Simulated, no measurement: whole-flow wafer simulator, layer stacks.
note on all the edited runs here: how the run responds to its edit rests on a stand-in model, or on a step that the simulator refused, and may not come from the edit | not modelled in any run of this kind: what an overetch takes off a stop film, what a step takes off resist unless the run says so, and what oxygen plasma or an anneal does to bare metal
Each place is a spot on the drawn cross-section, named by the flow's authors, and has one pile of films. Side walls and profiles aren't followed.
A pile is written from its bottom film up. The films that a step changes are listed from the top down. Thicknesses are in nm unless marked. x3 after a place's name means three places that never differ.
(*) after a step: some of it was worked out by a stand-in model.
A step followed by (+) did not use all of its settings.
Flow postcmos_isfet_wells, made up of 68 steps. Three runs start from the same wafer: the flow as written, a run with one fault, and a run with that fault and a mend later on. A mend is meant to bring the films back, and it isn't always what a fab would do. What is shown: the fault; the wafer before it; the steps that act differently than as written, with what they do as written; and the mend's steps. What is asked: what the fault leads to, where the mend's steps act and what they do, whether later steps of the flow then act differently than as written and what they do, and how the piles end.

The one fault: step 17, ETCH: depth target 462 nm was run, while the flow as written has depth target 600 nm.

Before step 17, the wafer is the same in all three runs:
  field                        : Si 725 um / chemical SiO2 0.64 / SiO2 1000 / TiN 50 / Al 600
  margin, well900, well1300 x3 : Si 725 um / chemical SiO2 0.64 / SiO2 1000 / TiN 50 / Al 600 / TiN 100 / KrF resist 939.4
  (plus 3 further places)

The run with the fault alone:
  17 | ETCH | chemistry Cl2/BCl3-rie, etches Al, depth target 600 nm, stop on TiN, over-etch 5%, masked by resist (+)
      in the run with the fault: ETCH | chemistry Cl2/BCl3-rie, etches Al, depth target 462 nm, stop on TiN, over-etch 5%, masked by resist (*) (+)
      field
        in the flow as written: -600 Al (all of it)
        in the run with the fault: -462 Al
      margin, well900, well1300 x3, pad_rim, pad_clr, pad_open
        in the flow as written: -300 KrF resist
        in the run with the fault: -231 KrF resist
  Steps further on in the flow that do not act as written:
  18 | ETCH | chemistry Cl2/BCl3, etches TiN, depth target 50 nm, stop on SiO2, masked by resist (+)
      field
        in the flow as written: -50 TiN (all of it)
        in the run with the fault: -50 Al
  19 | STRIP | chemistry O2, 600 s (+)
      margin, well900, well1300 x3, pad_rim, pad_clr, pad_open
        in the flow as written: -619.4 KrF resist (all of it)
        in the run with the fault: -688.4 KrF resist (all of it)
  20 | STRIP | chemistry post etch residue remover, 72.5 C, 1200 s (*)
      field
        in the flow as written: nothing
        in the run with the fault: -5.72 Al
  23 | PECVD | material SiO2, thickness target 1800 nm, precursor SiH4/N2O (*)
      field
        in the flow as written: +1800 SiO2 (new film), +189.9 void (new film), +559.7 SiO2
        in the run with the fault: +2417.3 SiO2 (new film)
  By the end, the piles at field depart from the flow's by more than 2% or 0.5 nm, whichever is larger.
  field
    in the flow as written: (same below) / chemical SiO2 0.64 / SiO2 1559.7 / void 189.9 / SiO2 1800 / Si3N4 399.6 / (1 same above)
    in the run with the fault: (same below) / chemical SiO2 0.64 / SiO2 1000 / TiN 50 / Al 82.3 / SiO2 2417.3 / Si3N4 399.6 / (1 same above)

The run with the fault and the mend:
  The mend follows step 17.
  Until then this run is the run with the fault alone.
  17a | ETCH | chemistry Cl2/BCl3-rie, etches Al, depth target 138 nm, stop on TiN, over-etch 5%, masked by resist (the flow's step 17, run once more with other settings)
      margin, well900, well1300 x3, pad_rim, pad_clr, pad_open
        -69 KrF resist
      field
        -138 Al (all of it)
  None of the later steps of the flow acts differently than as written at any place that is followed.
  The piles end the same as the flow's at every place that both follow.
